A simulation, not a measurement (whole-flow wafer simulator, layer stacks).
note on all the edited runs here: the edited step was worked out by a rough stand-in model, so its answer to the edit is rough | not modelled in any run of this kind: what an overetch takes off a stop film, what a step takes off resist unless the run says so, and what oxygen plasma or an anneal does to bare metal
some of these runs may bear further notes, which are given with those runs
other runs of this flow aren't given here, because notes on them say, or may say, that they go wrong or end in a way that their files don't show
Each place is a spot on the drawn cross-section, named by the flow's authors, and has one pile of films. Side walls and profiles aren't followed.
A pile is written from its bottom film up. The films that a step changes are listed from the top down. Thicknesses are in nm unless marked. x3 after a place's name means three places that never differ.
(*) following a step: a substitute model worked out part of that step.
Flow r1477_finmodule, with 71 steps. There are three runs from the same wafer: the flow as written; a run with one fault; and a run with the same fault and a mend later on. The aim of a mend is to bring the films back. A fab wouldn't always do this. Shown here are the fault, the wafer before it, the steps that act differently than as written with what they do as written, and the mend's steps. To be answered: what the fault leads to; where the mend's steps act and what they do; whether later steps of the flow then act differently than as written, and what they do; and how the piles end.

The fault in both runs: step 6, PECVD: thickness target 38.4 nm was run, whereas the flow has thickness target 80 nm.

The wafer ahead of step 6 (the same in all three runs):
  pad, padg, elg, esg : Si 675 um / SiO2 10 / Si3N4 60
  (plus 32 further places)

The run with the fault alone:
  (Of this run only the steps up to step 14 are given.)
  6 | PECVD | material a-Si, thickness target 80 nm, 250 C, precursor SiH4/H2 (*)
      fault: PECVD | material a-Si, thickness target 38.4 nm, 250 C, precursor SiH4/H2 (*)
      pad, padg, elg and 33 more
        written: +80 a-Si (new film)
        fault: +38.4 a-Si (new film)
  Later steps of the flow up to step 14 that are run all act as written at every place that is followed.
  Once step 14 is done, the piles at pad, padg, elg and 33 more depart from the flow's by more than 2% or 0.5 nm, whichever is larger.
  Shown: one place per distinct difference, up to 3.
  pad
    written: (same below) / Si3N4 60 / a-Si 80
    fault: (same below) / Si3N4 60 / a-Si 38.4
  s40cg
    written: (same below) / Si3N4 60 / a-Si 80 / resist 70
    fault: (same below) / Si3N4 60 / a-Si 38.4 / resist 70

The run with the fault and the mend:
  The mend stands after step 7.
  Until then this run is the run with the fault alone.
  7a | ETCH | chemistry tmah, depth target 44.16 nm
      pad, padg, elg and 33 more
        -38.4 a-Si (all of it)
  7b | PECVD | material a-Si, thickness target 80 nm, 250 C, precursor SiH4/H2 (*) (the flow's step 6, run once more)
      pad, padg, elg and 33 more
        +80 a-Si (new film)
  Later steps of the flow that are run all act as written at every place that is followed.
  By the end, the piles equal the flow's at every place that both follow.
